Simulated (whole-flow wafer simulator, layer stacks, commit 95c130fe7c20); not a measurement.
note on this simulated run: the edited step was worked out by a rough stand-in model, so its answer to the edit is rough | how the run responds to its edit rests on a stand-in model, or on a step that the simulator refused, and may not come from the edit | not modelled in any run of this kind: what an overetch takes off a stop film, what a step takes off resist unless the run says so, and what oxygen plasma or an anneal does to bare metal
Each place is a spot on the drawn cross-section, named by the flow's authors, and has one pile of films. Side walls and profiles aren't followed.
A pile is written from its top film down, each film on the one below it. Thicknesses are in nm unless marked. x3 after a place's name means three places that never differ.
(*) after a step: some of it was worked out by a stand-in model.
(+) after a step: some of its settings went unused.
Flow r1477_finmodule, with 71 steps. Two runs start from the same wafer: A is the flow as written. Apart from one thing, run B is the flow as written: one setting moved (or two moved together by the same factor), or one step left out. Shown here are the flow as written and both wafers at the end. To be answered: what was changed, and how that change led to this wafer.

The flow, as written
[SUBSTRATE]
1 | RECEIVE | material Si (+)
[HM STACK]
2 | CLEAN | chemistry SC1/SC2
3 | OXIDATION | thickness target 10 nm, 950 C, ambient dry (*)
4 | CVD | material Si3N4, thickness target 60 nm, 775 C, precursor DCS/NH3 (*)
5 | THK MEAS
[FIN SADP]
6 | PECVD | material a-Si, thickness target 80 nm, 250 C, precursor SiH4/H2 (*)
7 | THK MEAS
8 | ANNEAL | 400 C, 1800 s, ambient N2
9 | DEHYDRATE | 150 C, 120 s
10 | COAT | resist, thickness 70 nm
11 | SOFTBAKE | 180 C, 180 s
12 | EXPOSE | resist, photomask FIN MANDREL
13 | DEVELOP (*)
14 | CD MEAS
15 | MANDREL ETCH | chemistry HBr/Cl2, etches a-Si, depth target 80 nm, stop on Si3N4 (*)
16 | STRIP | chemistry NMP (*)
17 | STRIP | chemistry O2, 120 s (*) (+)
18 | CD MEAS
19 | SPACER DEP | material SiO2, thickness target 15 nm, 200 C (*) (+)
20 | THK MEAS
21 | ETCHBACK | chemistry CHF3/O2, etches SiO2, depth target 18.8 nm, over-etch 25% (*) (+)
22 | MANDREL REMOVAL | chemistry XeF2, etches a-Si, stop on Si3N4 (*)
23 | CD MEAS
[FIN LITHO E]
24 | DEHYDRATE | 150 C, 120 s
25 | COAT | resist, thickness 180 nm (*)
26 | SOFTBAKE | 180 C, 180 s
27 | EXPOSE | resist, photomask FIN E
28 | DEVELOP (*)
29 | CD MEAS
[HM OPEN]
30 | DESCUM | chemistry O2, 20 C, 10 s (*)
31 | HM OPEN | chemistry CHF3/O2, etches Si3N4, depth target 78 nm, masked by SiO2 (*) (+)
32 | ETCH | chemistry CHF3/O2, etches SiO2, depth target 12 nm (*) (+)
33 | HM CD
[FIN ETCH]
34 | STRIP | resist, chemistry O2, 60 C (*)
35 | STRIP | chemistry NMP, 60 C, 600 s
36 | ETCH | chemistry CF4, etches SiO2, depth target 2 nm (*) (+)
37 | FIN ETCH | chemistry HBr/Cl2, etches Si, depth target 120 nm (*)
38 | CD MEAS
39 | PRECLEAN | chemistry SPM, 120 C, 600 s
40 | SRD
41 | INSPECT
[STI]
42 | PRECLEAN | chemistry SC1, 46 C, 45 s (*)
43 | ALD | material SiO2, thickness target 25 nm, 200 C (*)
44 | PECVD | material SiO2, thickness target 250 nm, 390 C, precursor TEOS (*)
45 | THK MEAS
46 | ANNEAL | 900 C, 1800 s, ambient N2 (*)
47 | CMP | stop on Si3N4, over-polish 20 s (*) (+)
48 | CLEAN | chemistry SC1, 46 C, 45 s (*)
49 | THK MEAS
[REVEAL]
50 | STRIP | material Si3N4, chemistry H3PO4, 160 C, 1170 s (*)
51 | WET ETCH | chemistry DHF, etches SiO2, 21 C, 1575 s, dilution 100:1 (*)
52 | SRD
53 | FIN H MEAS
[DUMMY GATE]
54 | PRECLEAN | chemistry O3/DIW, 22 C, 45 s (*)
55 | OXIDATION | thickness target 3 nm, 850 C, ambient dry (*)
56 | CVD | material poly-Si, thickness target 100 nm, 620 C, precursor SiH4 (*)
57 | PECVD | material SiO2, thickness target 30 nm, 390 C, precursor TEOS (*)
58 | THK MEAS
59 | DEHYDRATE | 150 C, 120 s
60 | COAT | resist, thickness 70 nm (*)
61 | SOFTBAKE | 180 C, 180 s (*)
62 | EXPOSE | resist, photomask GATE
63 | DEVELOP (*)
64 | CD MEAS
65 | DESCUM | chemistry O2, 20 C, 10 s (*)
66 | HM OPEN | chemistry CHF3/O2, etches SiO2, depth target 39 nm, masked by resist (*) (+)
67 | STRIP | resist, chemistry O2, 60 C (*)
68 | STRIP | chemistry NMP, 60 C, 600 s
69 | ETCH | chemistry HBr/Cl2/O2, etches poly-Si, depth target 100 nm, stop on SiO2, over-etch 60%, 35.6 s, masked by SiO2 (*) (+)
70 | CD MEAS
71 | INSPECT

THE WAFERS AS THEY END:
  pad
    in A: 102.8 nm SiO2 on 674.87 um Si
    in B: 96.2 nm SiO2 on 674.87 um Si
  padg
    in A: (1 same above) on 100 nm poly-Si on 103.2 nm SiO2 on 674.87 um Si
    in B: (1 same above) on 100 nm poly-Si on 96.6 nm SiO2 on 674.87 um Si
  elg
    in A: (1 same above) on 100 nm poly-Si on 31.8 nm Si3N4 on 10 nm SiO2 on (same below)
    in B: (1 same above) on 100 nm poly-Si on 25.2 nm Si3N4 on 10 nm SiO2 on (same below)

Cause: step 4, CVD: thickness target 53.4 nm was run, while the flow as written has thickness target 60 nm.

How this came from the change, step by step:
  4 | CVD | material Si3N4, thickness target 60 nm, 775 C, precursor DCS/NH3 (*)
      pad, padg, elg and 33 more: A Si3N4 gains 60 (new film) | B Si3N4 gains 53.4 (new film)
  31 | HM OPEN | chemistry CHF3/O2, etches Si3N4, depth target 78 nm, masked by SiO2 (*) (+)
      s40cg, s45cg, s50cg, s40co, s45co, s50co: A Si3N4 loses 60 (all of it), SiO2 loses 9 | B Si3N4 loses 53.4 (all of it), SiO2 loses 10 (all of it)
      pad, padg, esg and 13 more: A Si3N4 loses 56.4 (all of it), SiO2 loses 10 (all of it) | B Si3N4 loses 49.8 (all of it), SiO2 loses 10 (all of it)
      (and at 14 other places as well)
  32 | ETCH | chemistry CHF3/O2, etches SiO2, depth target 12 nm (*) (+)
      s40cg, s40co: A SiO2 loses 1 (all of it), Si loses 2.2 | B Si loses 2.09
      s45cg, s45co: A SiO2 loses 1 (all of it), Si loses 2.2 | B Si loses 2.13
      (and at 2 other places as well)
  34 | STRIP | resist, chemistry O2, 60 C (*)
      elg, e40lg, e100lg, e200lg, elo, e40lo, e100lo, e200lo: A resist loses 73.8 (all of it) | B resist loses 77.1 (all of it)
  43 | ALD | material SiO2, thickness target 25 nm, 200 C (*)
      s45cg, s50cg, s45co, s50co: A SiO2 gains 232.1 (new film) | B SiO2 gains 227.1 (new film)
      s40cg, s40co: A SiO2 gains 232.1 (new film) | B SiO2 gains 227 (new film)
      (and at 1 other place as well)
  47 | CMP | stop on Si3N4, over-polish 20 s (*) (+)
      pad, padg, e40sg and 11 more: A SiO2 loses 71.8 | B SiO2 loses 78.4
      eso: A SiO2 loses 72.4 | B SiO2 loses 79
  50 | STRIP | material Si3N4, chemistry H3PO4, 160 C, 1170 s (*)
      s40sg_line, s45sg_line, s50sg_line, s40so_line, s45so_line, s50so_line: A Si3N4 loses 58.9 (all of it), SiO2 loses 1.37 | B Si3N4 loses 52.3 (all of it), SiO2 loses 1.57
  56 | CVD | material poly-Si, thickness target 100 nm, 620 C, precursor SiH4 (*)
      s40cg, s40co: A poly-Si gains 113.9 (new film) | B poly-Si gains 122.5 (new film)
      s45cg, s45co: A poly-Si gains 113.4 (new film) | B poly-Si gains 122.5 (new film)
      (and at 2 other places as well)
  60 | COAT | resist, thickness 70 nm (*)
      s40cg, s40co: A resist gains 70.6 (new film) | B resist gains 68.8 (new film)
      s40sg, s40so: A resist gains 91 (new film) | B resist gains 97.9 (new film)
      (and at 6 other places as well)
  63 | DEVELOP (*)
      s40co: A resist loses 70.6 (all of it) | B resist loses 68.8 (all of it)
      s40so: A resist loses 91 (all of it) | B resist loses 97.9 (all of it)
      (and at 3 other places as well)
  67 | STRIP | resist, chemistry O2, 60 C (*)
      s40cg: A resist loses 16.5 (all of it) | B resist loses 14.7 (all of it)
      s40sg: A resist loses 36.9 (all of it) | B resist loses 43.8 (all of it)
      (and at 3 other places as well)
  69 | ETCH | chemistry HBr/Cl2/O2, etches poly-Si, depth target 100 nm, stop on SiO2, over-etch 60%, 35.6 s, masked by SiO2 (*) (+)
      s40co: A chemical SiO2 loses 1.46 (all of it), poly-Si loses 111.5 (all of it), SiO2 loses 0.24 | B chemical SiO2 loses 1.46 (all of it), poly-Si loses 120.1 (all of it), SiO2 loses 0.2
      s45co: A chemical SiO2 loses 1.46 (all of it), poly-Si loses 110.9 (all of it), SiO2 loses 0.25 | B chemical SiO2 loses 1.46 (all of it), poly-Si loses 120.1 (all of it), SiO2 loses 0.2
      (and at 1 other place as well)
